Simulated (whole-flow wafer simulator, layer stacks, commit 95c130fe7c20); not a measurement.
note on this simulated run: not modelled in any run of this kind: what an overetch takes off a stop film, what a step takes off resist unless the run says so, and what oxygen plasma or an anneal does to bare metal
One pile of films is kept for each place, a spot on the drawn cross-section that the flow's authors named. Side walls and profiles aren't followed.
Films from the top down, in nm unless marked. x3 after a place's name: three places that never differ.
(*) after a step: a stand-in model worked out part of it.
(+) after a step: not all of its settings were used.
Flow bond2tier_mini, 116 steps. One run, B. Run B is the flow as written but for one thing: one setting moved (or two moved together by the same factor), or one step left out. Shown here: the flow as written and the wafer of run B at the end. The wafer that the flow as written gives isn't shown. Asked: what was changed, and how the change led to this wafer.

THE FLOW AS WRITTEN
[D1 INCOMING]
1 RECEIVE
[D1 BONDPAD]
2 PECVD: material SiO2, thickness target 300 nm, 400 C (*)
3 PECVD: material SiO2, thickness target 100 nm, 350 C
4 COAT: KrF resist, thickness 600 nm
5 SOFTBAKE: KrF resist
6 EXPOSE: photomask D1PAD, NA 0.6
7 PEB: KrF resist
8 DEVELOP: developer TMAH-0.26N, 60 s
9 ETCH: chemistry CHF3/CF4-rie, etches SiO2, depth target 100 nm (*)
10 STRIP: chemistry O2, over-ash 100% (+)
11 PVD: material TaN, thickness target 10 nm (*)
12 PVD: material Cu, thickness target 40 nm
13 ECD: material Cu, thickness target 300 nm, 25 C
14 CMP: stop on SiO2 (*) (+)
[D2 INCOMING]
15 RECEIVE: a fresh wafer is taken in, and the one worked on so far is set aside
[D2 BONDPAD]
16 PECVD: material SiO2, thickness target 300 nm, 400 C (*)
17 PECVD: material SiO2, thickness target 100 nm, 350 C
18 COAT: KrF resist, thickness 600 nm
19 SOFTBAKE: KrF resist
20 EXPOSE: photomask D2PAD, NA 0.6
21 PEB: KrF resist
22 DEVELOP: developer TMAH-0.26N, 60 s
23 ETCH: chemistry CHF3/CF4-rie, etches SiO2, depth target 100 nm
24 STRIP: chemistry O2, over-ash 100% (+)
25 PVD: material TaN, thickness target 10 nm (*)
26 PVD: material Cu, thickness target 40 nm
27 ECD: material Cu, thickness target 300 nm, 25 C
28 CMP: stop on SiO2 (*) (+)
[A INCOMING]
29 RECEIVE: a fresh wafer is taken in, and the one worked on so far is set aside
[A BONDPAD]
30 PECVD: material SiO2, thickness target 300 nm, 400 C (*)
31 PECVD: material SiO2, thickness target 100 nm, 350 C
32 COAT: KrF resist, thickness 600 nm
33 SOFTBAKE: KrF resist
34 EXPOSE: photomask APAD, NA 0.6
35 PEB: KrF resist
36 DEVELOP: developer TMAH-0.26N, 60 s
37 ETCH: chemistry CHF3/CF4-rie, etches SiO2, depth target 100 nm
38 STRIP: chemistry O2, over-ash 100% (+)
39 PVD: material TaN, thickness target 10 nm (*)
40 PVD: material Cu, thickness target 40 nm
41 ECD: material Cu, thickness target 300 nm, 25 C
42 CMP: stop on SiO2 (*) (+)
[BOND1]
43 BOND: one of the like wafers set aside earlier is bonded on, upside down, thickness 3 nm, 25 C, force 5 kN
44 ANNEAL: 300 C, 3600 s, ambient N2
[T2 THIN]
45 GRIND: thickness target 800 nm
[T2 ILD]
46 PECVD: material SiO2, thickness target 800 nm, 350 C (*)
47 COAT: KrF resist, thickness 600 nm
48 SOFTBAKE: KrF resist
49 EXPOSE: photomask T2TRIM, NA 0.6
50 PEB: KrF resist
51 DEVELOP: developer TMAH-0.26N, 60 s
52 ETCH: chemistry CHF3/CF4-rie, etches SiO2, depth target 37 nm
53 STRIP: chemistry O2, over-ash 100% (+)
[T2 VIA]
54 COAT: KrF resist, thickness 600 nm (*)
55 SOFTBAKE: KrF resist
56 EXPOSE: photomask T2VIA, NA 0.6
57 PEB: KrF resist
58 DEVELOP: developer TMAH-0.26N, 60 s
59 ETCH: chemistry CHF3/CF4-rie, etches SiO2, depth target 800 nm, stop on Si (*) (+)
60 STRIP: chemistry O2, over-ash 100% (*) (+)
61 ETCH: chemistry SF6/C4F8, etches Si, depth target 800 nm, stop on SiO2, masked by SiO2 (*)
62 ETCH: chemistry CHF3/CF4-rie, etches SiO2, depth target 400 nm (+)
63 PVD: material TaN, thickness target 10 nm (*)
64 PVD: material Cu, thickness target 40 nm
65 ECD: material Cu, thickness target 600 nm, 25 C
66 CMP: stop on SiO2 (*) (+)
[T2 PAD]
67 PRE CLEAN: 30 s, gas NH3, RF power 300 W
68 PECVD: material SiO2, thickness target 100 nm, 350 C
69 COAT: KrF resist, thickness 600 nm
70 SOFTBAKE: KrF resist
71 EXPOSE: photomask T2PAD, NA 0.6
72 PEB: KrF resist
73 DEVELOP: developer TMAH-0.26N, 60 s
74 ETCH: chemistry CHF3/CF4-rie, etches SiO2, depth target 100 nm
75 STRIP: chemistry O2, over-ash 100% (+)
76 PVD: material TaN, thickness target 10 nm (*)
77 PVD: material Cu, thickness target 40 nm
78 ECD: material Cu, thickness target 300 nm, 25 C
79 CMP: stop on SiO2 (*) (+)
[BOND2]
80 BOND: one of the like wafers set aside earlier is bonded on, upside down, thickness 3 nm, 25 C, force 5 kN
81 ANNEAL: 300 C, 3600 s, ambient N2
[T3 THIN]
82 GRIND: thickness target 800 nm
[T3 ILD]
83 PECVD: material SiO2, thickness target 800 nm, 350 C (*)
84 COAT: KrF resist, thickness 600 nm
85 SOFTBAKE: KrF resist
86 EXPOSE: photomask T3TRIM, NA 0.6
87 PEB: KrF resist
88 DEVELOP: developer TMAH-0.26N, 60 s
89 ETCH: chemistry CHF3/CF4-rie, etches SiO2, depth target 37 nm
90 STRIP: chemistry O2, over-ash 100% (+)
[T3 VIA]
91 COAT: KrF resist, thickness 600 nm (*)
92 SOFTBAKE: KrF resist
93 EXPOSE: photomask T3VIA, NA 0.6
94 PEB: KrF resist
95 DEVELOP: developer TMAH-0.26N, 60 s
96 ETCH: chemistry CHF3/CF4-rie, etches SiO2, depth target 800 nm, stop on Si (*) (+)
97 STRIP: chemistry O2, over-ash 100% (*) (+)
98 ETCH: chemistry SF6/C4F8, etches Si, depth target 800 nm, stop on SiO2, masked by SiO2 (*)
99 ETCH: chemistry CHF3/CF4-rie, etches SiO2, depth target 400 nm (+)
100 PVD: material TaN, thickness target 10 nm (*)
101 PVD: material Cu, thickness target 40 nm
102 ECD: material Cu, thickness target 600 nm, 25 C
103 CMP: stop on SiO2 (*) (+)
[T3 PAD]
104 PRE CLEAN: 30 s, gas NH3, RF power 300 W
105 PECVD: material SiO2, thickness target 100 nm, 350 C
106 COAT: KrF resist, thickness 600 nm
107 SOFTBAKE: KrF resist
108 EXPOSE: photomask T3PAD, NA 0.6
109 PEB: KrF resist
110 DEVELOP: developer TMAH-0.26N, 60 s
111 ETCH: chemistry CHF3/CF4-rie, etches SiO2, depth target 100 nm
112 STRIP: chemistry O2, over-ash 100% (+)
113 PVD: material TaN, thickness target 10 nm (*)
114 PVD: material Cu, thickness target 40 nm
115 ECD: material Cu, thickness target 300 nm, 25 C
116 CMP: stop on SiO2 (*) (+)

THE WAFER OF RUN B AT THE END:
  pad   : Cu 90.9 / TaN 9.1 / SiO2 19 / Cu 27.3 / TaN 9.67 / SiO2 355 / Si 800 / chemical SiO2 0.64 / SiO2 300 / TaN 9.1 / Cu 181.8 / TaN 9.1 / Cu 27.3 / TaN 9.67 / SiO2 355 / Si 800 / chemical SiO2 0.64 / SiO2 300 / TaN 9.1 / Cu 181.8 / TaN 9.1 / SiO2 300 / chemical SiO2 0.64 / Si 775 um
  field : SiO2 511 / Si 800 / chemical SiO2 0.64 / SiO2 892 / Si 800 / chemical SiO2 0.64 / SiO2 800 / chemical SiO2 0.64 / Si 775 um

The cause: step 105, PECVD: thickness target 119 nm was run, where the flow has thickness target 100 nm.

How the change led to this, step by step:
  105 PECVD: material SiO2, thickness target 100 nm, 350 C
      field: SiO2 +119 (as written it would be: SiO2 +100)
      pad: SiO2 +119 (new film) (as written it would be: SiO2 +100 (new film))
  111 ETCH: chemistry CHF3/CF4-rie, etches SiO2, depth target 100 nm
      pad: SiO2 -100 (as written it would be: SiO2 -100 (all of it))
Counting metal films that touch as one body, pad has 4 bodies (between them, from the top down: SiO2 19; SiO2 355 / Si 800 / chemical SiO2 0.64 / SiO2 300; SiO2 355 / Si 800 / chemical SiO2 0.64 / SiO2 300); the flow as written gives 3 bodies (between them, from the top down: SiO2 355 / Si 800 / chemical SiO2 0.64 / SiO2 300; SiO2 355 / Si 800 / chemical SiO2 0.64 / SiO2 300).
